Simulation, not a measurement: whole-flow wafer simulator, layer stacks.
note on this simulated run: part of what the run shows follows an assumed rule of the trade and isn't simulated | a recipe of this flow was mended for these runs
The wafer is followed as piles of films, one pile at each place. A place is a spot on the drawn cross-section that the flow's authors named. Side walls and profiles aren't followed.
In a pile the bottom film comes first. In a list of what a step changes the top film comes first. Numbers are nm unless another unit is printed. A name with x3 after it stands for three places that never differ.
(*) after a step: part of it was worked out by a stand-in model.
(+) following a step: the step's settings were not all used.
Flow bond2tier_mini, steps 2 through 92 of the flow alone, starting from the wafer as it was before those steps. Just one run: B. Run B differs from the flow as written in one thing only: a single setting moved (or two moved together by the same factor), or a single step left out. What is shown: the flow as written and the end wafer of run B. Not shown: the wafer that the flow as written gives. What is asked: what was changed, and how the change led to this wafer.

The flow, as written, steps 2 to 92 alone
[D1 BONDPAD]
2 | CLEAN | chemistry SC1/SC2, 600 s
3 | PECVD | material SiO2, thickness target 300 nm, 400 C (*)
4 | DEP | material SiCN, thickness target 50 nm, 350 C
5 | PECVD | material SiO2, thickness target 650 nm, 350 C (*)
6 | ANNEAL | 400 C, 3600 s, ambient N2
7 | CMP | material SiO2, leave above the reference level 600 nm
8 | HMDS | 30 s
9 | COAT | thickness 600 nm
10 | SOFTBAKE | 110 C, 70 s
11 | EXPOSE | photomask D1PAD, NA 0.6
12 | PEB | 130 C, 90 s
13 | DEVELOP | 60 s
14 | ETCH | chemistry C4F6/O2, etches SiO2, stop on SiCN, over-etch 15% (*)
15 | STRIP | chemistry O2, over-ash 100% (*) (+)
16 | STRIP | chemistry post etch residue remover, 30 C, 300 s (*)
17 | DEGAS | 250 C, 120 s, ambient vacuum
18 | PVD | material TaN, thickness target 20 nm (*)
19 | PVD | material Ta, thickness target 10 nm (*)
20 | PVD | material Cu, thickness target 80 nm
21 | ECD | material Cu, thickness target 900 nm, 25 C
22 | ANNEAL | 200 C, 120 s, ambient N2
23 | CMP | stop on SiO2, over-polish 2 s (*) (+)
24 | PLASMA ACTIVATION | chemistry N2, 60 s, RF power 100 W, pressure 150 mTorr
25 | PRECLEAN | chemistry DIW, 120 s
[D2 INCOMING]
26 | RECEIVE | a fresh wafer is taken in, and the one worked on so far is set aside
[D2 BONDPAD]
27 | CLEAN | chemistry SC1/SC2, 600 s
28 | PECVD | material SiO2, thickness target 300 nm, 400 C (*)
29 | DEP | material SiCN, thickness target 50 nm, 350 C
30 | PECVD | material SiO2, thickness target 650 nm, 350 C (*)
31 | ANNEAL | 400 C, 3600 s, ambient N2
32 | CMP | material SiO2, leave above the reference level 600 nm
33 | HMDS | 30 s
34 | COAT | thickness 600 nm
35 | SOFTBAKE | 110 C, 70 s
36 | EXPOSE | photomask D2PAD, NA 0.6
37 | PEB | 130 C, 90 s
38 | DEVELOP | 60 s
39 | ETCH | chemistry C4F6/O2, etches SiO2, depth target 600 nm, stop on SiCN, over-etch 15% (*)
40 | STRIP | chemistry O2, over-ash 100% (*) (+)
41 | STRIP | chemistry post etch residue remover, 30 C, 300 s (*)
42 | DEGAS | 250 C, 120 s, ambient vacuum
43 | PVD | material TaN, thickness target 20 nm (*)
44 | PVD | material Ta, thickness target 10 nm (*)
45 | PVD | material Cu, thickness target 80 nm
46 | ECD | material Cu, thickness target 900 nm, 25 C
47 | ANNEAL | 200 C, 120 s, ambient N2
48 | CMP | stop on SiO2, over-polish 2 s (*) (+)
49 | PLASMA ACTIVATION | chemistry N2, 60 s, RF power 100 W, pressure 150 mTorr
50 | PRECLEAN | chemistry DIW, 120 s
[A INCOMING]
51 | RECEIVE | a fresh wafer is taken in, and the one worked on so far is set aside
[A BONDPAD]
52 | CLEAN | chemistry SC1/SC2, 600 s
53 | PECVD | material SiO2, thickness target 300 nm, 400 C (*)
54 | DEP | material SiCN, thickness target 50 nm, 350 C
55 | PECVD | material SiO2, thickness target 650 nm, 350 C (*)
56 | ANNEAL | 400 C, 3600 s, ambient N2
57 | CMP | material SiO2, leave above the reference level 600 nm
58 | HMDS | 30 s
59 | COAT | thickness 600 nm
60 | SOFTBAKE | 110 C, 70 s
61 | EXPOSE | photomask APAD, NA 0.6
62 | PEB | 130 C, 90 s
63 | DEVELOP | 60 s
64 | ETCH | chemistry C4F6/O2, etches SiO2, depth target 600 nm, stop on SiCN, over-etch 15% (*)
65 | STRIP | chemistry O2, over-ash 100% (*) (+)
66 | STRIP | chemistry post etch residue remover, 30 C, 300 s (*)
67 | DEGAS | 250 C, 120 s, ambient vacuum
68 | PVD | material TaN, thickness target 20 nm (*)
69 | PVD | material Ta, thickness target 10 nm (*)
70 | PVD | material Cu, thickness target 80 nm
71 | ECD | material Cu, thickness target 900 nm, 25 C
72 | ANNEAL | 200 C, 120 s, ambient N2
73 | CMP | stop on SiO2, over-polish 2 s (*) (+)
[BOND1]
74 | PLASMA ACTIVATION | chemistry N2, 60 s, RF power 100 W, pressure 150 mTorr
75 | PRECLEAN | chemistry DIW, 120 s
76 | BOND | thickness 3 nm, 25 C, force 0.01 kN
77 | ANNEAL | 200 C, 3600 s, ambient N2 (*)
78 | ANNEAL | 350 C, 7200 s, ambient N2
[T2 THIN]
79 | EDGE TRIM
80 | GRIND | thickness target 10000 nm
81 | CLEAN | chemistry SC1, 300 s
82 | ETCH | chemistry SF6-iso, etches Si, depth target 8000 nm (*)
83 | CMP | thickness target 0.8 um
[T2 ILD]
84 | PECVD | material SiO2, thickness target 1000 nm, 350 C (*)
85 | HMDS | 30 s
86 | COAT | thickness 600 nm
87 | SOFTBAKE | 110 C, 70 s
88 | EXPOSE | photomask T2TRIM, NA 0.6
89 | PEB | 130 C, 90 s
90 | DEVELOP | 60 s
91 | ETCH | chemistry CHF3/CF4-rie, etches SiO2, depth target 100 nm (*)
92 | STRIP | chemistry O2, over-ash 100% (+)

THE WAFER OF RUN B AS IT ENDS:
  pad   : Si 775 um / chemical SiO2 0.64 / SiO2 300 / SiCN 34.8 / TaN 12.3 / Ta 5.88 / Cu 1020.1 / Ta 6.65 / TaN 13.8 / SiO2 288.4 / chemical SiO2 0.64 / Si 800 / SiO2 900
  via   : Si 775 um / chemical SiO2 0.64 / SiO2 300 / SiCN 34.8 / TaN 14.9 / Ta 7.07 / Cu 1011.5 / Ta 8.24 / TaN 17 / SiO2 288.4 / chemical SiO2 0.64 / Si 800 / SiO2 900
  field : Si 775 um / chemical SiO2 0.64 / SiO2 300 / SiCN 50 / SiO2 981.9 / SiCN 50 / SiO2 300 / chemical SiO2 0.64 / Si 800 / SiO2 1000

What caused this: step 5, PECVD: thickness target 381.9 nm was run, whereas the flow has thickness target 650 nm.

The path from the change to this, step by step:
  5 | PECVD | material SiO2, thickness target 650 nm, 350 C (*)
      field, pad, via: +381.9 SiO2 (new film) (as written it would have been: +650 SiO2 (new film))
  7 | CMP | material SiO2, leave above the reference level 600 nm
      field, pad, via: nothing (as written it would have been: -50 SiO2)
  14 | ETCH | chemistry C4F6/O2, etches SiO2, stop on SiCN, over-etch 15% (*)
      pad, via: -381.9 SiO2 (all of it), -50 SiCN (all of it), -11.6 SiO2 (as written it would have been: -600 SiO2 (all of it), -15.2 SiCN)
      field: -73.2 thick-KrF-resist (as written it would have been: -115 thick-KrF-resist)
  15 | STRIP | chemistry O2, over-ash 100% (*) (+)
      field: -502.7 thick-KrF-resist (all of it) (as written it would have been: -460.9 thick-KrF-resist (all of it))
  18 | PVD | material TaN, thickness target 20 nm (*)
      pad: +13.8 TaN (new film) (as written it would have been: +12.3 TaN (new film))
      via: +17 TaN (new film) (as written it would have been: +14.9 TaN (new film))
  19 | PVD | material Ta, thickness target 10 nm (*)
      pad: +6.65 Ta (new film) (as written it would have been: +5.88 Ta (new film))
      via: +8.24 Ta (new film) (as written it would have been: +7.07 Ta (new film))
  20 | PVD | material Cu, thickness target 80 nm
      pad: +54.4 Cu (new film) (as written it would have been: +48.4 Cu (new film))
      via: +67.7 Cu (new film) (as written it would have been: +59 Cu (new film))
  21 | ECD | material Cu, thickness target 900 nm, 25 C
      pad: +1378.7 Cu (as written it would have been: +1558.7 Cu)
      via: +1360.6 Cu (as written it would have been: +1544.3 Cu)
  76 | BOND | thickness 3 nm, 25 C, force 0.01 kN
      pad: +775 um Si (new film), +0.64 chemical SiO2 (new film), +288.4 SiO2 (new film), +13.8 TaN (new film), +6.65 Ta (new film), +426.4 Cu (as written it would have been: +775 um Si (new film), +0.64 chemical SiO2 (new film), +300 SiO2 (new film), +34.8 SiCN (new film), +12.3 TaN (new film), +5.88 Ta (new film), +600.4 Cu)
      via: +775 um Si (new film), +0.64 chemical SiO2 (new film), +288.4 SiO2 (new film), +17 TaN (new film), +8.24 Ta (new film), +421.6 Cu (as written it would have been: +775 um Si (new film), +0.64 chemical SiO2 (new film), +300 SiO2 (new film), +34.8 SiCN (new film), +14.9 TaN (new film), +7.07 Ta (new film), +596.6 Cu)
      (also at 1 further place)
